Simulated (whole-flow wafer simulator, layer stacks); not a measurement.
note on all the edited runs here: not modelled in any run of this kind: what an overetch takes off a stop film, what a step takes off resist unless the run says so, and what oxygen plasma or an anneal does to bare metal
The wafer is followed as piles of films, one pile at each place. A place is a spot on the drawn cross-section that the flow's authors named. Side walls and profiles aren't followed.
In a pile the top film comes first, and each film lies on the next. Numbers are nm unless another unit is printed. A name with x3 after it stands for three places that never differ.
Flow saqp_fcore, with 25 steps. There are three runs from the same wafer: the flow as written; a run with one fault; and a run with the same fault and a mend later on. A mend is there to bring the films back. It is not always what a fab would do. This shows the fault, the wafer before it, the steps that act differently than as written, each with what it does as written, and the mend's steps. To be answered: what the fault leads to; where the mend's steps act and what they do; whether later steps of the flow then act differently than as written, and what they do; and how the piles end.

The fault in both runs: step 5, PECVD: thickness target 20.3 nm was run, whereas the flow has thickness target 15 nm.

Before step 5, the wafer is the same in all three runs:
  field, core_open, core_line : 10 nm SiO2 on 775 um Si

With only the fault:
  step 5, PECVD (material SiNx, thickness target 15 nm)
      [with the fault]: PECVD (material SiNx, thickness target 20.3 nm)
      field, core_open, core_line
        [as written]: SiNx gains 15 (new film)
        [with the fault]: SiNx gains 20.3 (new film)
  None of the later steps of the flow acts differently than as written at any place that is followed.
  At field, core_open, core_line, the piles at the end differ from the flow's by more than 2% or 0.5 nm, whichever is larger.
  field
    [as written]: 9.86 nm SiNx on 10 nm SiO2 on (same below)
    [with the fault]: 15.2 nm SiNx on 10 nm SiO2 on (same below)
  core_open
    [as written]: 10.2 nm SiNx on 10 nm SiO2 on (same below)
    [with the fault]: 15.5 nm SiNx on 10 nm SiO2 on (same below)
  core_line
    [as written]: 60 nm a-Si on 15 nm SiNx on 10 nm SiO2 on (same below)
    [with the fault]: 60 nm a-Si on 20.3 nm SiNx on 10 nm SiO2 on (same below)

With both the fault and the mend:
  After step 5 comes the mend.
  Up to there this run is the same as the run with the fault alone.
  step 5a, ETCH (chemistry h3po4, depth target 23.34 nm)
      field, core_open, core_line
        SiNx loses 20.3 (all of it)
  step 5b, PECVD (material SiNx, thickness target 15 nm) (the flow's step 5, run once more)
      field, core_open, core_line
        SiNx gains 15 (new film)
  None of the later steps of the flow acts differently than as written at any place that is followed.
  At every place that both follow, the piles at the end match the flow's.
